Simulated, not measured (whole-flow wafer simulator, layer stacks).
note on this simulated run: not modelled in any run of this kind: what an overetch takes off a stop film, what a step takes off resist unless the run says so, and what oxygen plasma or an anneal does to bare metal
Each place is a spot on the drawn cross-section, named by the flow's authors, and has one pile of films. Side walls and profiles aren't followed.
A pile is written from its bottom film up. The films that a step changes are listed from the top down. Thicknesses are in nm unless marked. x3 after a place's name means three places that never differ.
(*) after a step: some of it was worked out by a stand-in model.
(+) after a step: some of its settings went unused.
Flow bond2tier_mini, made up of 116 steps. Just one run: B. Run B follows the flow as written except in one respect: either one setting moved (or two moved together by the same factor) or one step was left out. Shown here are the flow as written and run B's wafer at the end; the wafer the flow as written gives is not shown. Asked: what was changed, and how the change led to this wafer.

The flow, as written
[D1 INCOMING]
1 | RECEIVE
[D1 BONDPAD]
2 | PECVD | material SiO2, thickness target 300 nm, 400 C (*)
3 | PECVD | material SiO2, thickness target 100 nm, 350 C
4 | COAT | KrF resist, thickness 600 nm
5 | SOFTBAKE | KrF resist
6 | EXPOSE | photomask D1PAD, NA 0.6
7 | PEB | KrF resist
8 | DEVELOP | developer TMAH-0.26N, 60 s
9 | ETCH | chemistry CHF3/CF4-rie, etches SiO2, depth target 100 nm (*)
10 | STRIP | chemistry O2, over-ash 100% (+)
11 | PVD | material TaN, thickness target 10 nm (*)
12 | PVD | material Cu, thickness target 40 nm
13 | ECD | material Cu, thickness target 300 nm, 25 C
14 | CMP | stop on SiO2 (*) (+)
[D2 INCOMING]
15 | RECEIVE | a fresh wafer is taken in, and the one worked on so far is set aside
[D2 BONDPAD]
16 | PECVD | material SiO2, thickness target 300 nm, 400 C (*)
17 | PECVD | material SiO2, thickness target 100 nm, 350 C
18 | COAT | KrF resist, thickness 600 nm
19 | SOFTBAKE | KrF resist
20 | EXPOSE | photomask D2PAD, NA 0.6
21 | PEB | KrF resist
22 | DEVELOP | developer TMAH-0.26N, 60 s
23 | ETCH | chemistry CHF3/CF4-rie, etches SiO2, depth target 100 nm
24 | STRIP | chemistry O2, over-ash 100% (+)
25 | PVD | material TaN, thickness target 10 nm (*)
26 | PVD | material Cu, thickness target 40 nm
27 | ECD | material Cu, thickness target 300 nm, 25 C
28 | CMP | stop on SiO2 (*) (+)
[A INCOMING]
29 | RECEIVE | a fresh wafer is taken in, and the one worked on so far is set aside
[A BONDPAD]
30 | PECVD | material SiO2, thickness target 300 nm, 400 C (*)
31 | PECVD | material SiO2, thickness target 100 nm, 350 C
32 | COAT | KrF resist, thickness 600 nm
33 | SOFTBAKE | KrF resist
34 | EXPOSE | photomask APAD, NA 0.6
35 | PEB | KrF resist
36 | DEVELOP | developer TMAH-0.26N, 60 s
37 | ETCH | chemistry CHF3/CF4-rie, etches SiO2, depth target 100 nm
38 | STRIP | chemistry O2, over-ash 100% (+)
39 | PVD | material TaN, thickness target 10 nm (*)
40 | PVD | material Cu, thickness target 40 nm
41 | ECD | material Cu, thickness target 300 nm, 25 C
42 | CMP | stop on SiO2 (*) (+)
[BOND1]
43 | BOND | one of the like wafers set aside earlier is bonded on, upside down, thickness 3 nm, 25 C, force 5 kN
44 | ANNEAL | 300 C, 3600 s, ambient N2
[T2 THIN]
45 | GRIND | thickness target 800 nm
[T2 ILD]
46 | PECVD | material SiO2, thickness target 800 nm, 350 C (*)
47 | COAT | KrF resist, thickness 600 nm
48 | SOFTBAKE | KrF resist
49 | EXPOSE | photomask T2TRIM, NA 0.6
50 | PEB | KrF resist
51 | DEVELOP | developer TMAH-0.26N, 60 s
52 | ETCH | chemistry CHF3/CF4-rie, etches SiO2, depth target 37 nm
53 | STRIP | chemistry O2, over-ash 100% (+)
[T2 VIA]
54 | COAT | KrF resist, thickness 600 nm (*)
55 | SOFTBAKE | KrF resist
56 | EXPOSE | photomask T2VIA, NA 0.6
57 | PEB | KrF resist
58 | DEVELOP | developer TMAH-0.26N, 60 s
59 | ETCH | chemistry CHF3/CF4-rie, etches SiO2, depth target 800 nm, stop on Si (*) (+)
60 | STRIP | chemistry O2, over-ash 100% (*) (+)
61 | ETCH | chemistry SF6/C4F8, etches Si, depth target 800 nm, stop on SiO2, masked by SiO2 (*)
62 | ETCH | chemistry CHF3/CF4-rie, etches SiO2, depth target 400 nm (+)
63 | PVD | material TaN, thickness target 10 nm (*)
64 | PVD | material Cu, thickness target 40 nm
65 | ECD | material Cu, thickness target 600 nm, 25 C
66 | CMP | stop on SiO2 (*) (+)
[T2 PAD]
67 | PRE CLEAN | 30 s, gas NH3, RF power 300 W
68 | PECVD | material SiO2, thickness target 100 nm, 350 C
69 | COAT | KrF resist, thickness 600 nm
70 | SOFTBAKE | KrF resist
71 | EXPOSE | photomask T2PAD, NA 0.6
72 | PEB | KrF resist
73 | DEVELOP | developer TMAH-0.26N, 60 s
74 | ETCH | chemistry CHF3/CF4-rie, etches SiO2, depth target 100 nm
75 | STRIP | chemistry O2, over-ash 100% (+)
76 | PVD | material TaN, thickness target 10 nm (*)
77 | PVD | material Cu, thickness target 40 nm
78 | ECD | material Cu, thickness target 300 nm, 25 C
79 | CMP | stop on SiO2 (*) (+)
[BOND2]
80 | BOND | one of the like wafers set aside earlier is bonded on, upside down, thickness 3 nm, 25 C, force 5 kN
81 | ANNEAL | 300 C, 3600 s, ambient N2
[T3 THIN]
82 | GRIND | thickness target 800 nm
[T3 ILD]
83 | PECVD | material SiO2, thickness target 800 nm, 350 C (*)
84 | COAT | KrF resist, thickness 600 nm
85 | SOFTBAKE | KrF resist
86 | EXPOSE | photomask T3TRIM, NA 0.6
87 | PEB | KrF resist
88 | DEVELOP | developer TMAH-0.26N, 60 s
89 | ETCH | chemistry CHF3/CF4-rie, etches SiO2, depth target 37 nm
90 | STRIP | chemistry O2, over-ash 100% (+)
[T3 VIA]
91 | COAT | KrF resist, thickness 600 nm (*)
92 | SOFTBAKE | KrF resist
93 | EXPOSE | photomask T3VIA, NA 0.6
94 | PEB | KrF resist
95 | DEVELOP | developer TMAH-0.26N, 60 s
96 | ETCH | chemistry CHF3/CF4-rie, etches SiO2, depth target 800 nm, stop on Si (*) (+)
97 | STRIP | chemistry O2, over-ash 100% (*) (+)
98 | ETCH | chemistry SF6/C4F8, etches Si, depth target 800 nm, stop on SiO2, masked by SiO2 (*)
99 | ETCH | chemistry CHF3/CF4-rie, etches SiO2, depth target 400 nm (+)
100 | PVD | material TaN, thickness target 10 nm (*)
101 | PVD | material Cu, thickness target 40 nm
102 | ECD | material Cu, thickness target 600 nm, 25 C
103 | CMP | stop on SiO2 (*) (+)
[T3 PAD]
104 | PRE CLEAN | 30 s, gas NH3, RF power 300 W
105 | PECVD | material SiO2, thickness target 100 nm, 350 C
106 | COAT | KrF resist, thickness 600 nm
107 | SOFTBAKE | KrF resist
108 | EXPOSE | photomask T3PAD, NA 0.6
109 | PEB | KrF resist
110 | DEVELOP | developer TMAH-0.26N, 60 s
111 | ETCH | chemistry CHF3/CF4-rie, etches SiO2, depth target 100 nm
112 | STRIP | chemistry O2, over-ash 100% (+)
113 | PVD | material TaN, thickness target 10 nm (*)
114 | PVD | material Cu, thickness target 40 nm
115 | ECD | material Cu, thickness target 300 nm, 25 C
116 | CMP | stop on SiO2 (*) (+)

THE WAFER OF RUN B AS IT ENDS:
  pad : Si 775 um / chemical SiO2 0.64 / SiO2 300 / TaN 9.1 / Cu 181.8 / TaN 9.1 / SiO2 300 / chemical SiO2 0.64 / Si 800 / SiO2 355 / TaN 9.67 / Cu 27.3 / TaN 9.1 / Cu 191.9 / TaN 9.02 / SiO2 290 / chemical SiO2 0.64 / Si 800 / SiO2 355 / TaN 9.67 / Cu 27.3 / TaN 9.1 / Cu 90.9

The reason: step 23, ETCH: depth target 110 nm was run, though the flow has depth target 100 nm.

Step by step, how the change led to this:
  23 | ETCH | chemistry CHF3/CF4-rie, etches SiO2, depth target 100 nm
      pad, via: SiO2 loses 110 (in the flow as written it would be: SiO2 loses 100)
      field: KrF resist loses 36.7 (in the flow as written it would be: KrF resist loses 33.3)
  27 | ECD | material Cu, thickness target 300 nm, 25 C
      pad: Cu gains 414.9 (in the flow as written it would be: Cu gains 404.5)
      via: Cu gains 410.2 (in the flow as written it would be: Cu gains 400.2)
  80 | BOND | one of the like wafers set aside earlier is bonded on, upside down, thickness 3 nm, 25 C, force 5 kN
      pad: Si gains 775 um (new film), chemical SiO2 gains 0.64 (new film), SiO2 gains 290 (new film), TaN gains 9.02 (new film), Cu gains 101 (in the flow as written it would be: Si gains 775 um (new film), chemical SiO2 gains 0.64 (new film), SiO2 gains 300 (new film), TaN gains 9.1 (new film), Cu gains 90.9)
